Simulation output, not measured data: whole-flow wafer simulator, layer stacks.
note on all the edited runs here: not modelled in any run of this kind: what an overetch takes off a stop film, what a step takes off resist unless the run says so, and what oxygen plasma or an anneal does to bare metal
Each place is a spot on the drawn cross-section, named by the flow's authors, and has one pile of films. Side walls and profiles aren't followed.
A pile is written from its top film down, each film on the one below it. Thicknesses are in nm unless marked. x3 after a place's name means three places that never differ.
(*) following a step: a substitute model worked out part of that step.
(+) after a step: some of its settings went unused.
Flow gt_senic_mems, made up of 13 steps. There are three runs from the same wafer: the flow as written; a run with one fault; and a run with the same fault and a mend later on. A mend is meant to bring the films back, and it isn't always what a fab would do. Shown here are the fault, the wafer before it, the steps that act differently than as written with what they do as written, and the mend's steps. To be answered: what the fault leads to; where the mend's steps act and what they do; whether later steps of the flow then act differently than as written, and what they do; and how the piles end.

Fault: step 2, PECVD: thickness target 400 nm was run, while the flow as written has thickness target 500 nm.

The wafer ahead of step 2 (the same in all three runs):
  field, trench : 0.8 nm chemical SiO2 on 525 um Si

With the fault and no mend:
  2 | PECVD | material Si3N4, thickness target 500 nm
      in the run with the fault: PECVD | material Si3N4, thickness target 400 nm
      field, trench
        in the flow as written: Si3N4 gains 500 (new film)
        in the run with the fault: Si3N4 gains 400 (new film)
  Steps further on in the flow that do not act as written (not shown: 1 more step that differs only slightly, by at most 2% or 0.5 nm, whichever is larger):
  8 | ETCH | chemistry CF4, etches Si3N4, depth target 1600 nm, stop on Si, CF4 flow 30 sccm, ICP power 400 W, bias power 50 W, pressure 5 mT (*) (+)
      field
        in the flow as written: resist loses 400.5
        in the run with the fault: resist loses 333.9
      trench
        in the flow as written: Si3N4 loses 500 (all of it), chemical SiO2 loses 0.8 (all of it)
        in the run with the fault: Si3N4 loses 400 (all of it), chemical SiO2 loses 0.8 (all of it)
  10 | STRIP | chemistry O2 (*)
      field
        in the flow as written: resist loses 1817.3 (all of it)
        in the run with the fault: resist loses 1884 (all of it)
  At field, the piles at the end differ from the flow's by more than 2% or 0.5 nm, whichever is larger.
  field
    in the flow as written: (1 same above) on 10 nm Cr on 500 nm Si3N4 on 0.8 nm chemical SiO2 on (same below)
    in the run with the fault: (1 same above) on 10 nm Cr on 400 nm Si3N4 on 0.8 nm chemical SiO2 on (same below)

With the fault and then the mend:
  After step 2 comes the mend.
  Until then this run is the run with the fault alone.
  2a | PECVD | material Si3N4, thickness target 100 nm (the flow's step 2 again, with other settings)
      field, trench
        Si3N4 gains 100
  Later steps of the flow that are run all act as written at every place that is followed.
  The piles end the same as the flow's at every place that both follow.
